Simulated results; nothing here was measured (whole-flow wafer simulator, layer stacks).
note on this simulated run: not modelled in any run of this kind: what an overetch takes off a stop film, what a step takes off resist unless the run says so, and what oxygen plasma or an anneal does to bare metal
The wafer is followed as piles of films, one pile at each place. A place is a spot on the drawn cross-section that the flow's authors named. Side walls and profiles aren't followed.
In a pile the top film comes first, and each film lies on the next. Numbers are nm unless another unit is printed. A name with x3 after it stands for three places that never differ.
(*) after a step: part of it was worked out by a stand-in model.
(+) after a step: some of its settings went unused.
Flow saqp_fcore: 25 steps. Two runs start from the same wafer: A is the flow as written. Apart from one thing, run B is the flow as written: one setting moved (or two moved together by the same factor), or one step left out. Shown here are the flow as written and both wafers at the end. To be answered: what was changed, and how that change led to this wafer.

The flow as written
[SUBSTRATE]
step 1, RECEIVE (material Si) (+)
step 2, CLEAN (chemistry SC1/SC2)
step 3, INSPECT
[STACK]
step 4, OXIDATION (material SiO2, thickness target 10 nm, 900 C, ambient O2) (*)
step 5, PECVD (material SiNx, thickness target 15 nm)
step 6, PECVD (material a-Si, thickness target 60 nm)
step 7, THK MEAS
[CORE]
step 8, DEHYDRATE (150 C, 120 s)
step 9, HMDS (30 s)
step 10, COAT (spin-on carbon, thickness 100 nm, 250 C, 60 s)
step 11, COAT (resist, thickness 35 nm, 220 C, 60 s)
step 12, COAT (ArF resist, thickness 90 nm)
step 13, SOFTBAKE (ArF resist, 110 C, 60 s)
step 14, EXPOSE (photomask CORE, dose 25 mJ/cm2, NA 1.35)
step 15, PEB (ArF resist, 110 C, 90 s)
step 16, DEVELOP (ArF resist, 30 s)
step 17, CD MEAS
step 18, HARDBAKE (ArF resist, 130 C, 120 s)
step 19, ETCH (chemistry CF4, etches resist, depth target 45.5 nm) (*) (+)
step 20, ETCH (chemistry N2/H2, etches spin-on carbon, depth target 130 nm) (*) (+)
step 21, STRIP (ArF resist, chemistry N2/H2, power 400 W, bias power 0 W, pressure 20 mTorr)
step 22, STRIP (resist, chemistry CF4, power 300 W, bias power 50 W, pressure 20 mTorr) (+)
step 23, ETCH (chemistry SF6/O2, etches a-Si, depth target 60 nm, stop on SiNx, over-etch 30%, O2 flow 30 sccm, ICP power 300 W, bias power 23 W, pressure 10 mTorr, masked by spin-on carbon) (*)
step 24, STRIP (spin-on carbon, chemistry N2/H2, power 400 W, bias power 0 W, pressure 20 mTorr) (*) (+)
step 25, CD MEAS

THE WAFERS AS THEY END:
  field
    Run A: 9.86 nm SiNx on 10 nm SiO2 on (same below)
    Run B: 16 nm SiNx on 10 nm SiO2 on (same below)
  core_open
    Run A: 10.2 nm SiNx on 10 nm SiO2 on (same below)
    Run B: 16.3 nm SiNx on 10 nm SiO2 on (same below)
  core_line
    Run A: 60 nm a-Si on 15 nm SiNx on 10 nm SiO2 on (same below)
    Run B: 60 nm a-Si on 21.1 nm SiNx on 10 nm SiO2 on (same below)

The reason: step 5, PECVD: thickness target 21.1 nm was run, whereas the flow has thickness target 15 nm.
One can read it off the wafer: core_line has SiNx 21.1, and step 5 as written asks for 15 nm.

The path from the change to this, step by step:
  step 5, PECVD (material SiNx, thickness target 15 nm)
      field, core_open, core_line: A SiNx gains 15 (new film) | B SiNx gains 21.1 (new film)
